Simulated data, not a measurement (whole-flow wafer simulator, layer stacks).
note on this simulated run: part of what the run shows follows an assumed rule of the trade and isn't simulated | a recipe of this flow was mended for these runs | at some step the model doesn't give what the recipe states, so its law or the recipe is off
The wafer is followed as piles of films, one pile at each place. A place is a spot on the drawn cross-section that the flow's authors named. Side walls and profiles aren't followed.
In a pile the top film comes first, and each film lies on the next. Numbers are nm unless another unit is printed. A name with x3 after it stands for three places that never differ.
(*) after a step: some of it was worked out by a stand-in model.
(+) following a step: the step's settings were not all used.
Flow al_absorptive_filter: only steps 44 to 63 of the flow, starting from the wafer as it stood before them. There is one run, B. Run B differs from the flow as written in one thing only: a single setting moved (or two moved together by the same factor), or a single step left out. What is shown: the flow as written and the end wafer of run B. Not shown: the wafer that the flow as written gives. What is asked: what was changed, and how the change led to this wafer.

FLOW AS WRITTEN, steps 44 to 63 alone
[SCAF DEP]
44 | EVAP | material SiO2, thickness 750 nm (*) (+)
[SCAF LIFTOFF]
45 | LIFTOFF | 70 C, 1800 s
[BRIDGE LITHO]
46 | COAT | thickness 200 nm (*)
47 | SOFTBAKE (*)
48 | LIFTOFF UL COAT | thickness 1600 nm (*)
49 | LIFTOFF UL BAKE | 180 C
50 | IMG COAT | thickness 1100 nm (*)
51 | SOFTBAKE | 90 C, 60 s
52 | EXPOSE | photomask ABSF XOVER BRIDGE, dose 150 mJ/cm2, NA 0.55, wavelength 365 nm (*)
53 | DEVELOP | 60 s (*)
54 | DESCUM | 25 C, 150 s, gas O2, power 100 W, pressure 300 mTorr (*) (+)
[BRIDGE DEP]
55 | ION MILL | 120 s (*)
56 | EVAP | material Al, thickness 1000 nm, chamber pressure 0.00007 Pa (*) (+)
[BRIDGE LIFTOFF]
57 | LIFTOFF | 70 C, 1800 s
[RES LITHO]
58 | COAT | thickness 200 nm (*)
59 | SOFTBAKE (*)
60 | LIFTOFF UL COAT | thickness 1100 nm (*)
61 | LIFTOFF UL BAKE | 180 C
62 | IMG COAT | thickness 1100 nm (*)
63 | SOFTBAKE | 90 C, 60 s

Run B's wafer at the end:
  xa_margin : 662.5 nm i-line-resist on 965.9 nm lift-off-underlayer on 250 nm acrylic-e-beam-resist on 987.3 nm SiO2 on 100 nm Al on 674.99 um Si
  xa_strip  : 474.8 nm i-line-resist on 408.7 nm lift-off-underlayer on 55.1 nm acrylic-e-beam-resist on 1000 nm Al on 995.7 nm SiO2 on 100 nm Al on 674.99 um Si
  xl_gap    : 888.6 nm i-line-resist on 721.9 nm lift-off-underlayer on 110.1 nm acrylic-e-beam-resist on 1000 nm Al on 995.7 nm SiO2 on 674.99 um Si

Cause: step 44, EVAP: thickness 1020 nm was run, whereas the flow has thickness 750 nm.

The path from the change to this, step by step:
  44 | EVAP | material SiO2, thickness 750 nm (*) (+)
      gnd, pad_far, pad_near and 10 more: +1020 SiO2 (new film) (in the flow as written it would be: +750 SiO2 (new film))
      xa_margin: +987.3 SiO2 (new film) (in the flow as written it would be: +726 SiO2 (new film))
  45 | LIFTOFF | 70 C, 1800 s
      gnd, xa_field, xl_land, idc_field: -1020 SiO2 (all of it), -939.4 i-line-resist (all of it), -1100 lift-off-underlayer (all of it), -200 acrylic-e-beam-resist (all of it) (in the flow as written it would be: -750 SiO2 (all of it), -939.4 i-line-resist (all of it), -1100 lift-off-underlayer (all of it), -200 acrylic-e-beam-resist (all of it))
      pad_far: -1020 SiO2 (all of it), -937 i-line-resist (all of it), -1092.7 lift-off-underlayer (all of it), -198.5 acrylic-e-beam-resist (all of it) (in the flow as written it would be: -750 SiO2 (all of it), -937 i-line-resist (all of it), -1092.7 lift-off-underlayer (all of it), -198.5 acrylic-e-beam-resist (all of it))
      (and at 5 other places as well)
  46 | COAT | thickness 200 nm (*)
      xa_margin: +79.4 acrylic-e-beam-resist (new film) (in the flow as written it would be: +87.1 acrylic-e-beam-resist (new film))
      xa_strip: +134.7 acrylic-e-beam-resist (new film) (in the flow as written it would be: +156.7 acrylic-e-beam-resist (new film))
      (and at 3 other places as well)
  48 | LIFTOFF UL COAT | thickness 1600 nm (*)
      xa_margin: +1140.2 lift-off-underlayer (new film) (in the flow as written it would be: +1268 lift-off-underlayer (new film))
      xa_strip: +1116 lift-off-underlayer (new film) (in the flow as written it would be: +1219 lift-off-underlayer (new film))
      (and at 3 other places as well)
  50 | IMG COAT | thickness 1100 nm (*)
      xa_margin: +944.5 i-line-resist (new film) (in the flow as written it would be: +995.2 i-line-resist (new film))
      xa_strip: +898.1 i-line-resist (new film) (in the flow as written it would be: +962 i-line-resist (new film))
      (and at 2 other places as well)
  51 | SOFTBAKE | 90 C, 60 s
      xa_strip: -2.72 i-line-resist (in the flow as written it would be: -1.93 i-line-resist)
      xl_turn: -2.62 i-line-resist (in the flow as written it would be: -1.83 i-line-resist)
  53 | DEVELOP | 60 s (*)
      xa_strip: -895.4 i-line-resist (all of it), -1116 lift-off-underlayer (all of it) (in the flow as written it would be: -960.1 i-line-resist (all of it), -1219 lift-off-underlayer (all of it))
      xl_land: -1125.9 i-line-resist (all of it), -1753.6 lift-off-underlayer (all of it) (in the flow as written it would be: -1117.3 i-line-resist (all of it), -1706.9 lift-off-underlayer (all of it))
      (and at 2 other places as well)
  54 | DESCUM | 25 C, 150 s, gas O2, power 100 W, pressure 300 mTorr (*) (+)
      gnd, pad_far, pad_near and 7 more: -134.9 i-line-resist (in the flow as written it would be: -131.1 i-line-resist)
      xa_strip: -134.7 acrylic-e-beam-resist (all of it) (in the flow as written it would be: -156.7 acrylic-e-beam-resist (all of it))
      (and at 3 other places as well)
  57 | LIFTOFF | 70 C, 1800 s
      xa_margin: -1000 Al (all of it), -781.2 i-line-resist (all of it), -1140.2 lift-off-underlayer (all of it), -79.4 acrylic-e-beam-resist (all of it) (in the flow as written it would be: -1000 Al (all of it), -836.1 i-line-resist (all of it), -1268 lift-off-underlayer (all of it), -87.1 acrylic-e-beam-resist (all of it))
  58 | COAT | thickness 200 nm (*)
      xa_margin: +250 acrylic-e-beam-resist (new film) (in the flow as written it would be: +288.1 acrylic-e-beam-resist (new film))
      xa_strip: +55.1 acrylic-e-beam-resist (new film) (in the flow as written it would be: +66.9 acrylic-e-beam-resist (new film))
      (and at 2 other places as well)
  60 | LIFTOFF UL COAT | thickness 1100 nm (*)
      xa_margin: +965.9 lift-off-underlayer (new film) (in the flow as written it would be: +1021 lift-off-underlayer (new film))
      xa_strip: +408.7 lift-off-underlayer (new film) (in the flow as written it would be: +459.8 lift-off-underlayer (new film))
      (and at 2 other places as well)
  62 | IMG COAT | thickness 1100 nm (*)
      xa_margin: +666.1 i-line-resist (new film) (in the flow as written it would be: +741.1 i-line-resist (new film))
      xa_strip: +478.9 i-line-resist (new film) (in the flow as written it would be: +577.9 i-line-resist (new film))
      (and at 2 other places as well)
  63 | SOFTBAKE | 90 C, 60 s
      xa_strip: -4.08 i-line-resist (in the flow as written it would be: -4.64 i-line-resist)
      xl_gap: -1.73 i-line-resist (in the flow as written it would be: -1.04 i-line-resist)
      (and at 1 other place as well)
